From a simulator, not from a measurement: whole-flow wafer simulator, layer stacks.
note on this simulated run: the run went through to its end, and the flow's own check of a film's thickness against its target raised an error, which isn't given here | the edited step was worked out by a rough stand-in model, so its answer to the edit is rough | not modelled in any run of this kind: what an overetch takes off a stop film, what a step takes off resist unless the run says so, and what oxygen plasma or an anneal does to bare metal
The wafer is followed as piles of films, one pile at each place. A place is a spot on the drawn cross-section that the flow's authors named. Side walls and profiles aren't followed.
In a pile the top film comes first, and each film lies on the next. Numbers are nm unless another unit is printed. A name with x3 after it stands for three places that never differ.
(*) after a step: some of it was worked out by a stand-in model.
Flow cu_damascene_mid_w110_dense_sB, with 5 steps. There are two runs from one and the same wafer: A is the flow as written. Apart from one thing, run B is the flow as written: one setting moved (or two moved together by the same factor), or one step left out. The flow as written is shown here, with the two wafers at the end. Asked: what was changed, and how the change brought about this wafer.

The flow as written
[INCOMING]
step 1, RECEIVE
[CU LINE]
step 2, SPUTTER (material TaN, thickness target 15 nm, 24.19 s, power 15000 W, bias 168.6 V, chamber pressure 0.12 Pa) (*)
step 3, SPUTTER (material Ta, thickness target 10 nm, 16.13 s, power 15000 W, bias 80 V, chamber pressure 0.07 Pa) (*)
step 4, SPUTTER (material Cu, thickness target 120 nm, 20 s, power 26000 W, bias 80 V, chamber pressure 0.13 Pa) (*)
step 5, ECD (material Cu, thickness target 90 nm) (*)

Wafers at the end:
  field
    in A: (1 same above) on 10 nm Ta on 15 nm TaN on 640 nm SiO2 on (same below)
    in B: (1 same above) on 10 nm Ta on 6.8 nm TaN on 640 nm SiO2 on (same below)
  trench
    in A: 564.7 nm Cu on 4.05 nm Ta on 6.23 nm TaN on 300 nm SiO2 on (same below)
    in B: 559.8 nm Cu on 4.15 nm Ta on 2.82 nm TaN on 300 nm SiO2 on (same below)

Cause: step 2, SPUTTER: thickness target 6.8 nm was run, while the flow as written has thickness target 15 nm; step 2, SPUTTER: 10.89 s was run, where the flow has 24.19 s.
One can read it off the wafer: field has TaN 6.8, and step 2 as written asks for 15 nm.

Step by step, how the change led to this:
  step 2, SPUTTER (material TaN, thickness target 15 nm, 24.19 s, power 15000 W, bias 168.6 V, chamber pressure 0.12 Pa) (*)
      field: A TaN gains 15 (new film) | B TaN gains 6.8 (new film)
      trench: A TaN gains 6.23 (new film) | B TaN gains 2.82 (new film)
  step 4, SPUTTER (material Cu, thickness target 120 nm, 20 s, power 26000 W, bias 80 V, chamber pressure 0.13 Pa) (*)
      trench: A Cu gains 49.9 (new film) | B Cu gains 51.2 (new film)
